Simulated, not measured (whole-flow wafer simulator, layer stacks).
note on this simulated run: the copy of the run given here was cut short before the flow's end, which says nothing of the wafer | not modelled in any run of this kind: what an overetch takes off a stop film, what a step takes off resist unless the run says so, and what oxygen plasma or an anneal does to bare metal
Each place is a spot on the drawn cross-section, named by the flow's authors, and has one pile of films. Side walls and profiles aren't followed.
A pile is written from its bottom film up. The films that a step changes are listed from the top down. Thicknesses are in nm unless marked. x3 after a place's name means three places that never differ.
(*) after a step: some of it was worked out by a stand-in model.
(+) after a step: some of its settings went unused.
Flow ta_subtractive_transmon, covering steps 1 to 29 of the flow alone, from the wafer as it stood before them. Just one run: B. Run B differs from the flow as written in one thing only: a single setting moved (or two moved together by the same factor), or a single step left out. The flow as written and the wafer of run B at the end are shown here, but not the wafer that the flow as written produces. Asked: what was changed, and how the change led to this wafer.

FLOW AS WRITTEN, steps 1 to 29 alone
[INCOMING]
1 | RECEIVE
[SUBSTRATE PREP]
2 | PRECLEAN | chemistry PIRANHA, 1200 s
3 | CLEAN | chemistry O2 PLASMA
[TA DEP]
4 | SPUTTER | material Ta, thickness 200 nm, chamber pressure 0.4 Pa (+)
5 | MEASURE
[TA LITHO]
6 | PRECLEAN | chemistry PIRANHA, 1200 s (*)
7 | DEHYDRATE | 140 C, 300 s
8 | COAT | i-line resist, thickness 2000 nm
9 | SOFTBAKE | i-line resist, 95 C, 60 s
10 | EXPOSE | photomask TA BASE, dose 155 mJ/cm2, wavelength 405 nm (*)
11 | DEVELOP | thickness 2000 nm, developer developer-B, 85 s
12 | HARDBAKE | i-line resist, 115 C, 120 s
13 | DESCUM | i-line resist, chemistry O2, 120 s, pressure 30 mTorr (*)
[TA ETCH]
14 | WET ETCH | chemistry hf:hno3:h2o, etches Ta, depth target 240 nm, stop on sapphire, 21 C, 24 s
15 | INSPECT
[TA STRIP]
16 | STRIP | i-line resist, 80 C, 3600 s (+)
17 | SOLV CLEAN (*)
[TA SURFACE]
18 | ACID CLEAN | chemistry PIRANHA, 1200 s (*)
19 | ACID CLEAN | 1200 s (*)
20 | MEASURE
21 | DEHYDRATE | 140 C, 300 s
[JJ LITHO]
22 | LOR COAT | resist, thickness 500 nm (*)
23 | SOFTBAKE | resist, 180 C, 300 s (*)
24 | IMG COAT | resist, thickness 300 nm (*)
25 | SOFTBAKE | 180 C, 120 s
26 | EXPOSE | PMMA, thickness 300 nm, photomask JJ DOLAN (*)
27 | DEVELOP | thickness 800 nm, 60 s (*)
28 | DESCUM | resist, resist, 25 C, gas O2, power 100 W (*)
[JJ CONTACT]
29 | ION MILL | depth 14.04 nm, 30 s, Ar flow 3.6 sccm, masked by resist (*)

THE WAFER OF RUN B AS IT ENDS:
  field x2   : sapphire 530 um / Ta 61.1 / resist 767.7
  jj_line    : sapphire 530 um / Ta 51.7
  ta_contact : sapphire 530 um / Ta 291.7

Cause: step 4, SPUTTER: thickness 301.4 nm was run, whereas the flow has thickness 200 nm.

The path from the change to this, step by step:
  4 | SPUTTER | material Ta, thickness 200 nm, chamber pressure 0.4 Pa (+)
      field x2, jj_line, lead, ta_contact, ta_pad: Ta gains 301.4 (new film) (as written it would have been: Ta gains 200 (new film))
  14 | WET ETCH | chemistry hf:hno3:h2o, etches Ta, depth target 240 nm, stop on sapphire, 21 C, 24 s
      field x2, jj_line, lead: Ta loses 240 (as written it would have been: Ta loses 200 (all of it))
  22 | LOR COAT | resist, thickness 500 nm (*)
      ta_contact: resist gains 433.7 (new film) (as written it would have been: resist gains 443.8 (new film))
  29 | ION MILL | depth 14.04 nm, 30 s, Ar flow 3.6 sccm, masked by resist (*)
      jj_line, lead: Ta loses 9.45 (as written it would have been: sapphire loses 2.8)
Taking metal films that touch as one body, field x2 has 1 body; the flow as written gives 0 bodies.
Taking metal films that touch as one body, jj_line has 1 body; the flow as written gives 0 bodies.
